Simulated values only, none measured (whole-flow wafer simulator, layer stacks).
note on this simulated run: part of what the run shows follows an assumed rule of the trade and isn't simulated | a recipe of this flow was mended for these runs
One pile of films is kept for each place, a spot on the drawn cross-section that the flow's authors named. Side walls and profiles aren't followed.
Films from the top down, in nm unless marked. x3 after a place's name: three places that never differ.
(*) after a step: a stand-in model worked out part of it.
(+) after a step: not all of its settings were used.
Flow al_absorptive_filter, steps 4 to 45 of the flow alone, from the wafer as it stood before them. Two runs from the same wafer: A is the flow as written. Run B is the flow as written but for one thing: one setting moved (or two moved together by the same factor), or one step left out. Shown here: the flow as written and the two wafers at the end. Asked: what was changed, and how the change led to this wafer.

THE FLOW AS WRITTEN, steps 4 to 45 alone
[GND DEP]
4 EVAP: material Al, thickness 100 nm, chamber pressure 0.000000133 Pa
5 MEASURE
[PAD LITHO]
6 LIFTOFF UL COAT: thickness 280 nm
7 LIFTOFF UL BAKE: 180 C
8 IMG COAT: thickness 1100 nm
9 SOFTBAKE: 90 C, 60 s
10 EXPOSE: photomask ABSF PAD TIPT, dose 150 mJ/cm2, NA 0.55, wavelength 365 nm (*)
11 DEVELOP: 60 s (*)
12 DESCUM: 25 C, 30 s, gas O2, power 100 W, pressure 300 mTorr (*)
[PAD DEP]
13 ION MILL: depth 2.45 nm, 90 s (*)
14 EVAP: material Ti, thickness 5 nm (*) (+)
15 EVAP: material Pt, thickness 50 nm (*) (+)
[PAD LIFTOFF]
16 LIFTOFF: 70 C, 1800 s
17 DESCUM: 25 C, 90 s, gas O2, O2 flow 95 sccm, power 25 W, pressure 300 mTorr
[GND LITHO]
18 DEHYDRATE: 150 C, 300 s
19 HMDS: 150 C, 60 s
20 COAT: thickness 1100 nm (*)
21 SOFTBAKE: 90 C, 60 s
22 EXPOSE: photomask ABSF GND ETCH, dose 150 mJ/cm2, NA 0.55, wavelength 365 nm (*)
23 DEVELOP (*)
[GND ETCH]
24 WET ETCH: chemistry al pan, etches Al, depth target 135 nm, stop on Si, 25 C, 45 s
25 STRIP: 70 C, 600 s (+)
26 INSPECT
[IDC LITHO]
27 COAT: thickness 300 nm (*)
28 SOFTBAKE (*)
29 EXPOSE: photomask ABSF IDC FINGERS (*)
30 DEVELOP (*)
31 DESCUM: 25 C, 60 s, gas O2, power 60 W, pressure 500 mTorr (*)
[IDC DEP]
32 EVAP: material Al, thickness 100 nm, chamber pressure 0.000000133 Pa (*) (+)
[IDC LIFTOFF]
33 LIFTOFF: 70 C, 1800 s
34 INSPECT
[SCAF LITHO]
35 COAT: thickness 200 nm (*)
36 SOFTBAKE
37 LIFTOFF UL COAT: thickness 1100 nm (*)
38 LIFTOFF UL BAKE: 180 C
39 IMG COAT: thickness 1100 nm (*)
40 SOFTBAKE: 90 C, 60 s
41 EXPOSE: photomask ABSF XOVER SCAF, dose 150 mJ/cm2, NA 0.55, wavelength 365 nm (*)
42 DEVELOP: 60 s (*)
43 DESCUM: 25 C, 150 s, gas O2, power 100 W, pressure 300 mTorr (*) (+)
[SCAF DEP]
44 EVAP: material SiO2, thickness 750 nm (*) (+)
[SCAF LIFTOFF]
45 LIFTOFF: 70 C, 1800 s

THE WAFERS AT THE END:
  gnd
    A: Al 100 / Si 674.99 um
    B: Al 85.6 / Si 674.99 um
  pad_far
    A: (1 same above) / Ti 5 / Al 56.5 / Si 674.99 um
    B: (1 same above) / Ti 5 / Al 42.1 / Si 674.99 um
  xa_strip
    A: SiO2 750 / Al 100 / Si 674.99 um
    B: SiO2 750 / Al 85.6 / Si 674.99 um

The cause: step 4, EVAP: thickness 85.6 nm was run, where the flow has thickness 100 nm.
It can be read off the wafer: gnd has Al 85.6, and step 4 as written asks for 100 nm.

How the change led to this, step by step:
  4 EVAP: material Al, thickness 100 nm, chamber pressure 0.000000133 Pa
      gnd, pad_far, pad_near and 11 more: A Al +100 (new film) | B Al +85.6 (new film)
  24 WET ETCH: chemistry al pan, etches Al, depth target 135 nm, stop on Si, 25 C, 45 s
      res, xl_gap, idc_field, idc_line, idc_space: A Al -86.7 (all of it) | B Al -72.3 (all of it)
  27 COAT: thickness 300 nm (*)
      xl_gap: A e-beam-resist +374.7 (new film) | B e-beam-resist +364 (new film)
  33 LIFTOFF: 70 C, 1800 s
      xl_gap: A Al -100 (all of it), e-beam-resist -365.7 (all of it) | B Al -100 (all of it), e-beam-resist -355 (all of it)
  35 COAT: thickness 200 nm (*)
      ledge: A acrylic-e-beam-resist +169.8 (new film) | B acrylic-e-beam-resist +174.6 (new film)
      xl_gap: A acrylic-e-beam-resist +265.9 (new film) | B acrylic-e-beam-resist +256.7 (new film)
  43 DESCUM: 25 C, 150 s, gas O2, power 100 W, pressure 300 mTorr (*) (+)
      gnd, pad_far, pad_near and 7 more: A i-line-resist -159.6 | B i-line-resist -154
      xl_gap: A acrylic-e-beam-resist -265.9 (all of it) | B acrylic-e-beam-resist -256.7 (all of it)
  45 LIFTOFF: 70 C, 1800 s
      ledge: A SiO2 -750 (all of it), i-line-resist -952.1 (all of it), lift-off-underlayer -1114 (all of it), acrylic-e-beam-resist -169.8 (all of it) | B SiO2 -750 (all of it), i-line-resist -955.7 (all of it), lift-off-underlayer -1112.2 (all of it), acrylic-e-beam-resist -174.6 (all of it)
